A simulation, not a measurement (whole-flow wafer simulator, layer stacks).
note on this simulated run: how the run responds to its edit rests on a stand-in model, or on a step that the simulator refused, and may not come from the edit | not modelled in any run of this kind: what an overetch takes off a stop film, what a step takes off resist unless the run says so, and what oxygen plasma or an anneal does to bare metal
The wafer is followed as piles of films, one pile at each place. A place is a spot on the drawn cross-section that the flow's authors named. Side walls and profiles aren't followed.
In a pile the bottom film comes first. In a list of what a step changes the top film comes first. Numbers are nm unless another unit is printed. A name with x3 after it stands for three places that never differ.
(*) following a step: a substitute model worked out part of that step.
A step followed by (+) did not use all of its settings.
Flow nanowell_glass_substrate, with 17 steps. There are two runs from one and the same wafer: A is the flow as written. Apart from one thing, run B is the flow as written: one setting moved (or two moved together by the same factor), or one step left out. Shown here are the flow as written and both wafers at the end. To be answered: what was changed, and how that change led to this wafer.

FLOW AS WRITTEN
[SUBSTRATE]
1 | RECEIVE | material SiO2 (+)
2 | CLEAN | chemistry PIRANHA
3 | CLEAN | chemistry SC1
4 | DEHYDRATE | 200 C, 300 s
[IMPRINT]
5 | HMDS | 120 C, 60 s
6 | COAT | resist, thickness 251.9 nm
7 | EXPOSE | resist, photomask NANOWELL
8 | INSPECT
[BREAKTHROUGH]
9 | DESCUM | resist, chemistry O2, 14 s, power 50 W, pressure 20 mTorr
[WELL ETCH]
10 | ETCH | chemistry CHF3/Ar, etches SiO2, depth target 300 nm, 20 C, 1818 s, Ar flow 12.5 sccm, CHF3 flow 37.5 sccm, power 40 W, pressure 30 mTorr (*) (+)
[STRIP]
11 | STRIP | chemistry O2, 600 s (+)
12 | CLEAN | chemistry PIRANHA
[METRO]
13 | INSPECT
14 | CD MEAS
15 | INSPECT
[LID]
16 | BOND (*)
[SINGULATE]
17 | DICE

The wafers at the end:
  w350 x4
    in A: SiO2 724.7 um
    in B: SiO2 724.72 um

Cause: step 9, DESCUM: resist, chemistry O2, 14 s, power 50 W, pressure 20 mTorr, was skipped.

Step by step, how the change led to this:
  10 | ETCH | chemistry CHF3/Ar, etches SiO2, depth target 300 nm, 20 C, 1818 s, Ar flow 12.5 sccm, CHF3 flow 37.5 sccm, power 40 W, pressure 30 mTorr (*) (+)
      w350 x4: A SiO2 loses 300 | B resist loses 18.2 (all of it), SiO2 loses 281.2
  11 | STRIP | chemistry O2, 600 s (+)
      land: A resist loses 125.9 (all of it) | B resist loses 160.8 (all of it)
